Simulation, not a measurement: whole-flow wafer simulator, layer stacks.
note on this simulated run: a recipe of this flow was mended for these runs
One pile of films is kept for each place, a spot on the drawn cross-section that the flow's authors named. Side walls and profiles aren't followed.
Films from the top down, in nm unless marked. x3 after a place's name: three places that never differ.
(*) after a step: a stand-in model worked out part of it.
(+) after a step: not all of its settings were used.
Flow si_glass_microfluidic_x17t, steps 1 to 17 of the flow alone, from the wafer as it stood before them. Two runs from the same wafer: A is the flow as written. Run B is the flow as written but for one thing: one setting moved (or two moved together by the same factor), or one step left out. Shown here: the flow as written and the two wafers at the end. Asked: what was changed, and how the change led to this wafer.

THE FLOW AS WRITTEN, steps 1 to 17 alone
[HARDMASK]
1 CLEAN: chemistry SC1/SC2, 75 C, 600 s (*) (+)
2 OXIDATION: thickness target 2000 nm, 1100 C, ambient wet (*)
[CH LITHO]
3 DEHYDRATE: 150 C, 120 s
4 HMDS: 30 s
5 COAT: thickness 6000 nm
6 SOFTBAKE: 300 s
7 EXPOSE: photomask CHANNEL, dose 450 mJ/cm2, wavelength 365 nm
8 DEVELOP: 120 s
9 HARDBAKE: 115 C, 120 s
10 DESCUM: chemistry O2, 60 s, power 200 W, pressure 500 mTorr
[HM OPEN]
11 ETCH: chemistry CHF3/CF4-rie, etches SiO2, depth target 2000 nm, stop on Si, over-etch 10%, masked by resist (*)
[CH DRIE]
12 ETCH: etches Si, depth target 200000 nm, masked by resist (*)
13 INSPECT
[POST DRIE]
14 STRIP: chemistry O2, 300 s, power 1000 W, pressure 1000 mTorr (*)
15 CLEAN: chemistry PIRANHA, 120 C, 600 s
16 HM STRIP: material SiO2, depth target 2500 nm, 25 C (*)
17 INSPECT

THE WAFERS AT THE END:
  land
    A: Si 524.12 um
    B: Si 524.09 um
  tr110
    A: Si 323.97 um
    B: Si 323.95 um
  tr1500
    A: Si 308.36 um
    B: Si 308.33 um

The cause: step 2, OXIDATION: 1112 C was run, where the flow has 1100 C.

How the change led to this, step by step:
  2 OXIDATION: thickness target 2000 nm, 1100 C, ambient wet (*)
      land, tr110, tr1500, tr15: A SiO2 +2000 (new film), chemical SiO2 -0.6 (all of it), Si -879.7 | B SiO2 +2068.2 (new film), chemical SiO2 -0.6 (all of it), Si -909.8
  11 ETCH: chemistry CHF3/CF4-rie, etches SiO2, depth target 2000 nm, stop on Si, over-etch 10%, masked by resist (*)
      tr110, tr1500, tr15: A SiO2 -2000 (all of it), Si -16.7 | B SiO2 -2068.2 (all of it), Si -11
  12 ETCH: etches Si, depth target 200000 nm, masked by resist (*)
      tr1500: A Si -215.73 um | B Si -215.74 um
      tr15: A Si -149.99 um | B Si -149.97 um
  16 HM STRIP: material SiO2, depth target 2500 nm, 25 C (*)
      land: A SiO2 -2000 (all of it) | B SiO2 -2068.2 (all of it)
